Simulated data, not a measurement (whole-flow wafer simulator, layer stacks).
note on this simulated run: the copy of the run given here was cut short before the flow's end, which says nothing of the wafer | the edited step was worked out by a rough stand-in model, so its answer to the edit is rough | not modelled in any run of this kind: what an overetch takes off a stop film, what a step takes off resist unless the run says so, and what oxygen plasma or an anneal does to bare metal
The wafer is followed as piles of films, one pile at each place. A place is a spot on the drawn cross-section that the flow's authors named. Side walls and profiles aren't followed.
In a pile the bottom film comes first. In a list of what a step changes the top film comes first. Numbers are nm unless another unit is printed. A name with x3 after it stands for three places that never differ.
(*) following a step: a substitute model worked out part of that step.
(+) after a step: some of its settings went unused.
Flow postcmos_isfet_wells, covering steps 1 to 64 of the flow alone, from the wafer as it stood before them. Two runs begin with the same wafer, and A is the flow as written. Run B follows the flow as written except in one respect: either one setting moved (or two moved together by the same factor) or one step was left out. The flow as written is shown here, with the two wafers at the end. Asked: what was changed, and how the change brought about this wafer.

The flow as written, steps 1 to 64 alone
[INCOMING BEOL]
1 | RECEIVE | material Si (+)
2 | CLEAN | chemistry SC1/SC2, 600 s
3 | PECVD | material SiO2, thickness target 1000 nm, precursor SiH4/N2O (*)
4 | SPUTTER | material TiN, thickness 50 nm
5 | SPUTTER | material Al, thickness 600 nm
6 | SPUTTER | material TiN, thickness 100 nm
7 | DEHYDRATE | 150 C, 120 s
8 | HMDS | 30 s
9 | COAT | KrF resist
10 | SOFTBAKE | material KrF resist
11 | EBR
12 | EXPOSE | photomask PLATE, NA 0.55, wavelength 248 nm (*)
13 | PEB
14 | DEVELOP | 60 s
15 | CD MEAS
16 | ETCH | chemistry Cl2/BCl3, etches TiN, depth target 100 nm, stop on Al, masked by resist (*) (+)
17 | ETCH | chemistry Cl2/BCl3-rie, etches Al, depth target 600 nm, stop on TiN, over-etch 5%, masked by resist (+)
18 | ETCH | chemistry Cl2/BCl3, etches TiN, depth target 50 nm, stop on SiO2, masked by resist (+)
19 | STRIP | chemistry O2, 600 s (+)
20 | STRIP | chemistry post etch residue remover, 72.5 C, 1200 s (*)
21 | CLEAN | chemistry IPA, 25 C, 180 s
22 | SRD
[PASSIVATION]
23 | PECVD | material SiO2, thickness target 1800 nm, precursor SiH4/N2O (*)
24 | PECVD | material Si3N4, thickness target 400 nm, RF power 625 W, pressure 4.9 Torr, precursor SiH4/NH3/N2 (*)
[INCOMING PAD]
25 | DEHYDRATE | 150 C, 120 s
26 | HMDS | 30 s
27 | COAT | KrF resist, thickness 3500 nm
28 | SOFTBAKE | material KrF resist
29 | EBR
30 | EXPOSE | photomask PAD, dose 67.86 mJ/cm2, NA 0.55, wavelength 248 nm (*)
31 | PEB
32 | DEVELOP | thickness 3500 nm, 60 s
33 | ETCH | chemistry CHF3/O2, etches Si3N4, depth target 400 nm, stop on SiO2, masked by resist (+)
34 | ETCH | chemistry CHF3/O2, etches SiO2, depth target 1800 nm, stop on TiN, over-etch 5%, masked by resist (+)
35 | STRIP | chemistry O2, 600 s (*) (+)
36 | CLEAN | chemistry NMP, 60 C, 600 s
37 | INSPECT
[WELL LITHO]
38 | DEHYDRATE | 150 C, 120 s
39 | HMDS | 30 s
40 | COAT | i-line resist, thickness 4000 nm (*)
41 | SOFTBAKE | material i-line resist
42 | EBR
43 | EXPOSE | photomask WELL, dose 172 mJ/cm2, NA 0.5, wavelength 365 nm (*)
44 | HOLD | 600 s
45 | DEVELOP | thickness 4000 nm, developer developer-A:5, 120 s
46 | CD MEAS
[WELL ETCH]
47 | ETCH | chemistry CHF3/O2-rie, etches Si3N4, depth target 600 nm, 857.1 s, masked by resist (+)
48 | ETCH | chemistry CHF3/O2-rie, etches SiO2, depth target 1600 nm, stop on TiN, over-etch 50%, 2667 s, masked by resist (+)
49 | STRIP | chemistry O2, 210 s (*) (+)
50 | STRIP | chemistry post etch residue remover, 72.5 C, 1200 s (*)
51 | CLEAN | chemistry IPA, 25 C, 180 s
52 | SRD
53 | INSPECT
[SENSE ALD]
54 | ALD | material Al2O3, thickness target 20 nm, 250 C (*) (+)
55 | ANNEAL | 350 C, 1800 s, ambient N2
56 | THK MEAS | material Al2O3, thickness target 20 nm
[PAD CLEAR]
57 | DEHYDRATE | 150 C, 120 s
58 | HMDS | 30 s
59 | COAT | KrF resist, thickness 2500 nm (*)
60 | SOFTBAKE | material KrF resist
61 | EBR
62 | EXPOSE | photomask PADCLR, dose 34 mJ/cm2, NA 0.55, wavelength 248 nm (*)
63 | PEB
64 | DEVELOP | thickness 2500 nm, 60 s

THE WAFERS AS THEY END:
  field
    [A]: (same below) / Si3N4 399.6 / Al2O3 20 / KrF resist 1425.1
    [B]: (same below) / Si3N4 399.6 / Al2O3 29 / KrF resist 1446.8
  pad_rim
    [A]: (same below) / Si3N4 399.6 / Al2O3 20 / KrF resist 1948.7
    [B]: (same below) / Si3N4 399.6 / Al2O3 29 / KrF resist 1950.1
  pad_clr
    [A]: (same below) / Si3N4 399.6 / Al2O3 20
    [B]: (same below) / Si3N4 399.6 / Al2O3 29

Cause: step 54, ALD: thickness target 29 nm was run, while the flow as written has thickness target 20 nm.
One can read it off the wafer: field has Al2O3 29, and step 54 as written asks for 20 nm.

How this came from the change, step by step:
  54 | ALD | material Al2O3, thickness target 20 nm, 250 C (*) (+)
      field, margin, well900, well1300 x3, pad_rim, pad_clr, pad_open: A +20 Al2O3 (new film) | B +29 Al2O3 (new film)
